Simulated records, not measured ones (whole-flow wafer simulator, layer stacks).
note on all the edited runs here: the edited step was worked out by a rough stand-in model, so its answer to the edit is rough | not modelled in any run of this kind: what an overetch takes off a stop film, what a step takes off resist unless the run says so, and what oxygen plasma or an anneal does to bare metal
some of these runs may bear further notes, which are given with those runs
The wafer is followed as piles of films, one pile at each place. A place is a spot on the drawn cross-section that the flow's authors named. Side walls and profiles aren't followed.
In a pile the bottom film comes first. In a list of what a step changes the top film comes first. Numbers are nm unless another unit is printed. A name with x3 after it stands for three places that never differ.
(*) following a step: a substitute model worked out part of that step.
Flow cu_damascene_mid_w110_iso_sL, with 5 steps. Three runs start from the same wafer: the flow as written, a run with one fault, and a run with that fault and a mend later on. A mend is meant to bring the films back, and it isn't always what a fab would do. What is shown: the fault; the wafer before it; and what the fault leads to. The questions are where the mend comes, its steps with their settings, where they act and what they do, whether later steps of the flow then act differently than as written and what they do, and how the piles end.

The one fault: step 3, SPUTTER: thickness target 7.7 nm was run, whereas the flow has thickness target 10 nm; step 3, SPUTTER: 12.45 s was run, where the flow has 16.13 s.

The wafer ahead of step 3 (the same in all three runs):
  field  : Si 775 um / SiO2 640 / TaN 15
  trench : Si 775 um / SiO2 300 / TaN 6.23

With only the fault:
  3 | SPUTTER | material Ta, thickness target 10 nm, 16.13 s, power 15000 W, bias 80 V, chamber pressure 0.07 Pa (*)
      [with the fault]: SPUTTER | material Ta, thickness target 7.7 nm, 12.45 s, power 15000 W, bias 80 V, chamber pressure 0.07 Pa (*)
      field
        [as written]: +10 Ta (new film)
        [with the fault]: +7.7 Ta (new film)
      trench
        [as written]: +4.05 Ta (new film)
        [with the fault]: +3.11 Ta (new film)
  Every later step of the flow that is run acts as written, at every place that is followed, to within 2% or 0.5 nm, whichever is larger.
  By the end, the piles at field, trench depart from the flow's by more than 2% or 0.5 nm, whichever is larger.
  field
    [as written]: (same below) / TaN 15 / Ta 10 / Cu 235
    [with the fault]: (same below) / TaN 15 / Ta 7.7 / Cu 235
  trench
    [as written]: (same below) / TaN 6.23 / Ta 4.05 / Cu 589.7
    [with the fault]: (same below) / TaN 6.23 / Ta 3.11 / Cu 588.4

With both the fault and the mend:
  The mend stands after step 3.
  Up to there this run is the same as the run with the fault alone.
  3a | SPUTTER | material Ta, thickness target 2.3 nm, 3.678 s, power 15000 W, bias 80 V, chamber pressure 0.07 Pa (*) (the flow's step 3 again, with other settings)
      field
        +2.3 Ta
      trench
        +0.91 Ta
  Every later step of the flow that is run acts as written at every place that is followed.
  The piles end only slightly different from the flow's at the places that both follow, by no more than 2% or 0.5 nm, whichever is larger.
